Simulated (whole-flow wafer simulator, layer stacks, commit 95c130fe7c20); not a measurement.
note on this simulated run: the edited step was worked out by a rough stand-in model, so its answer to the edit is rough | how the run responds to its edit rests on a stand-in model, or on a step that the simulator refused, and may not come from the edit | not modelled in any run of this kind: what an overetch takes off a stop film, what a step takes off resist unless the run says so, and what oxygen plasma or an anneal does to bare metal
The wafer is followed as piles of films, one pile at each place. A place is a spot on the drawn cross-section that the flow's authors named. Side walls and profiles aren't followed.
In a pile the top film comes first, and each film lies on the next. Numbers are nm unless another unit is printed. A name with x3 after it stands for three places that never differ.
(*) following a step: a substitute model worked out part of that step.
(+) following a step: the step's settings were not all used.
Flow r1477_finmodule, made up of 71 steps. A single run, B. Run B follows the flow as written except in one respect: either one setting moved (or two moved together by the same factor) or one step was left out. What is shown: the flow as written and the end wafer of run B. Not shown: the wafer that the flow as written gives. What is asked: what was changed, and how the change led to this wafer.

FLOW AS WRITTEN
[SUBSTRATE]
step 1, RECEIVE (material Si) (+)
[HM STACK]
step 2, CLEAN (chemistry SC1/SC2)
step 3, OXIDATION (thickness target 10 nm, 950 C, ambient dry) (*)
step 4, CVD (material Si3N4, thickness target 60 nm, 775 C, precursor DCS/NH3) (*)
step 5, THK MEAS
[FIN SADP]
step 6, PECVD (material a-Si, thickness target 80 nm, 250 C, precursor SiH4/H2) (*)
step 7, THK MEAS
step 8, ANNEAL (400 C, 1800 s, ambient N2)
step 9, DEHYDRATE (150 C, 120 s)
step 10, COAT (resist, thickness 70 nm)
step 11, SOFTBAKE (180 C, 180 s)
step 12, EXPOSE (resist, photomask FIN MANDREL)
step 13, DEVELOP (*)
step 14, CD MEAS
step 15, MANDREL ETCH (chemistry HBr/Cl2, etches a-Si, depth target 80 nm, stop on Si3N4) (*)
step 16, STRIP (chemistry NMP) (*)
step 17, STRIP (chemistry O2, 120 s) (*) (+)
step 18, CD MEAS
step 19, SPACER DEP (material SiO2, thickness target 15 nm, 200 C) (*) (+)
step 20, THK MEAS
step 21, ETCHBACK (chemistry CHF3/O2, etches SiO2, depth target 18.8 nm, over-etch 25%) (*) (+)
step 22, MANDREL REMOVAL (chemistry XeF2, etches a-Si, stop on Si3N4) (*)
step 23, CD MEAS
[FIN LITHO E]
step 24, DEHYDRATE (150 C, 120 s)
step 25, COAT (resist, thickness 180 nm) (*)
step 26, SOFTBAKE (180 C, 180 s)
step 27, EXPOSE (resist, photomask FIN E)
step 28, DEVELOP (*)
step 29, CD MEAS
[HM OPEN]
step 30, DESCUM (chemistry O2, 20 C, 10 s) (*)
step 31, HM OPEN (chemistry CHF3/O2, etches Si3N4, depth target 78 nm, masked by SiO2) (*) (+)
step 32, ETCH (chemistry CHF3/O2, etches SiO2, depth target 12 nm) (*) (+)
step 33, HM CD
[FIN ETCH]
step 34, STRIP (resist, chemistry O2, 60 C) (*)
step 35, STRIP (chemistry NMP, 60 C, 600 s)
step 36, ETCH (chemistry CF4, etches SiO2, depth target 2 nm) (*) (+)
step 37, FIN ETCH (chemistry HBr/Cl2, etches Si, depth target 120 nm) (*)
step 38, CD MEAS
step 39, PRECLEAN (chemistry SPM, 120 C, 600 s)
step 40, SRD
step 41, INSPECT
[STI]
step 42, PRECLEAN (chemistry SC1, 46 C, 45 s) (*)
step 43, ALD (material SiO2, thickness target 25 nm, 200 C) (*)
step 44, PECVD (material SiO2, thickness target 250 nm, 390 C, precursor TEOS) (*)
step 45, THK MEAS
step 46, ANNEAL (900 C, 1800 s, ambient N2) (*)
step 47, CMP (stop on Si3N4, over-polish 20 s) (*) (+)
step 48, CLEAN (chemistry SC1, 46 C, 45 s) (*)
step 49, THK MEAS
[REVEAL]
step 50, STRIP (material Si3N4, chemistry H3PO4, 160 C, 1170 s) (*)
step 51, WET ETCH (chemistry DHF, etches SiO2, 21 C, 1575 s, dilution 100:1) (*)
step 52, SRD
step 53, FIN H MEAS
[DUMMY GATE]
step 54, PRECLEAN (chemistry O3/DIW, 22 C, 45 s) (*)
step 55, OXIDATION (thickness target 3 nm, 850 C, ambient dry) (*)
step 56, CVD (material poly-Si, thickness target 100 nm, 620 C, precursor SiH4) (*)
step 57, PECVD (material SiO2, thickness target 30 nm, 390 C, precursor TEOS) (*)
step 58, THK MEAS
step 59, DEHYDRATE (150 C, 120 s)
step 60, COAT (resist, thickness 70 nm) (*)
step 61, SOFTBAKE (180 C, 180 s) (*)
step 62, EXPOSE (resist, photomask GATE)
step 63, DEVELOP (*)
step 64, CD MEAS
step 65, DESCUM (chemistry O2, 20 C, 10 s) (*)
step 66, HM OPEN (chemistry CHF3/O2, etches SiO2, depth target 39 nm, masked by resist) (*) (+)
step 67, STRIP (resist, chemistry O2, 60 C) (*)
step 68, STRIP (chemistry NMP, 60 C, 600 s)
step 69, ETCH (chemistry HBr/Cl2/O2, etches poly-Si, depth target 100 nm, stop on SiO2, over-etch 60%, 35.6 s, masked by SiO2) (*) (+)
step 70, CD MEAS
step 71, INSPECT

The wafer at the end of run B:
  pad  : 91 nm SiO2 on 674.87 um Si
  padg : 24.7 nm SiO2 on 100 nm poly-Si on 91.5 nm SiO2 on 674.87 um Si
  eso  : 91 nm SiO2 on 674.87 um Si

The reason: step 44, PECVD: thickness target 162.5 nm was run, though the flow has thickness target 250 nm.

Step by step, how the change led to this:
  step 44, PECVD (material SiO2, thickness target 250 nm, 390 C, precursor TEOS) (*)
      pad, padg, elg and 33 more: SiO2 gains 162.5 (it would be, as written: SiO2 gains 250)
  step 46, ANNEAL (900 C, 1800 s, ambient N2) (*)
      pad, padg, elg and 33 more: SiO2 loses 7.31 (it would be, as written: SiO2 loses 11.2)
  step 47, CMP (stop on Si3N4, over-polish 20 s) (*) (+)
      pad, padg, e40sg and 11 more: nothing (it would be, as written: SiO2 loses 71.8)
      eso: nothing (it would be, as written: SiO2 loses 72.4)
      (as well as at 21 more places)
  step 60, COAT (resist, thickness 70 nm) (*)
      s40sg, s45sg, s40so, s45so: resist gains 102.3 (new film) (it would be, as written: resist gains 91 (new film))
      e40sg, e40so: resist gains 140.7 (new film) (it would be, as written: resist gains 129.5 (new film))
      (as well as at 7 more places)
  step 63, DEVELOP (*)
      s40so, s45so: resist loses 102.3 (all of it) (it would be, as written: resist loses 91 (all of it))
      eso: resist loses 140.1 (all of it) (it would be, as written: resist loses 129.5 (all of it))
      (as well as at 4 more places)
  step 67, STRIP (resist, chemistry O2, 60 C) (*)
      e40lg, e100lg, e200lg: resist loses 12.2 (all of it) (it would be, as written: resist loses 12.8 (all of it))
      s40sg, s45sg: resist loses 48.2 (all of it) (it would be, as written: resist loses 36.9 (all of it))
      (as well as at 4 more places)
